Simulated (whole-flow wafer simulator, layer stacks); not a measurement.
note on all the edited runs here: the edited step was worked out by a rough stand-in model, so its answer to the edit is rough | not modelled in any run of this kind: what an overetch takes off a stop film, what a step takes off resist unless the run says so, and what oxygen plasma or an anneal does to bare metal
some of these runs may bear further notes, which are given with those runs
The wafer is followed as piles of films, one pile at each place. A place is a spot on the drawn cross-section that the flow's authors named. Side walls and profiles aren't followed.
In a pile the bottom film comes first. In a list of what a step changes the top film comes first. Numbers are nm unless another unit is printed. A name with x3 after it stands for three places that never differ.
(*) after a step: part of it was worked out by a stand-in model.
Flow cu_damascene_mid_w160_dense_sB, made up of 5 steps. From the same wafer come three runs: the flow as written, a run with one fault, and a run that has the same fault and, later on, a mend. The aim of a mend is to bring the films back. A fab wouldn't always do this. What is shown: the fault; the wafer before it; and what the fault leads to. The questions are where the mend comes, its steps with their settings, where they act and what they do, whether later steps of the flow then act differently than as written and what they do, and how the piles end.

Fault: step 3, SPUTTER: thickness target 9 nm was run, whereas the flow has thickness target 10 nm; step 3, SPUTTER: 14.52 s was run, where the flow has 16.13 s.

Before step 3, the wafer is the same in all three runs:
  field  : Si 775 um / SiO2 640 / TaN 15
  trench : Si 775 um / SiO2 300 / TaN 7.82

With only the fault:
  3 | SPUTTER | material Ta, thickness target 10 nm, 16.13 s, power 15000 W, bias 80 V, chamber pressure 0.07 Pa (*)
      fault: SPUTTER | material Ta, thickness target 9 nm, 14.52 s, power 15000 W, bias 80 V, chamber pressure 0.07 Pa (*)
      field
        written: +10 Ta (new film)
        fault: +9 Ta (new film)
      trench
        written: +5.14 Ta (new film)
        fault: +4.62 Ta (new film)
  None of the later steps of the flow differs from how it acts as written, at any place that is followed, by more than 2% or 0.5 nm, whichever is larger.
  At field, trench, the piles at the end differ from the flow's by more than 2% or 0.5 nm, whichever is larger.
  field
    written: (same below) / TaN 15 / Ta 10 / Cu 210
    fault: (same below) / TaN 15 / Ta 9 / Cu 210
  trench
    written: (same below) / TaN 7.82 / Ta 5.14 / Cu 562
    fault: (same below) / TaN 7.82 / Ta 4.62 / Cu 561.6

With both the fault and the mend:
  The mend stands after step 3.
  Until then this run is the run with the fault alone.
  3a | SPUTTER | material Ta, thickness target 1 nm, 1.613 s, power 15000 W, bias 80 V, chamber pressure 0.07 Pa (*) (the flow's step 3, run once more with other settings)
      field
        +1 Ta
      trench
        +0.5 Ta
  None of the later steps of the flow acts differently than as written at any place that is followed.
  At the end the piles are close to the flow's at the places that both follow, differing by at most 2% or 0.5 nm, whichever is larger.
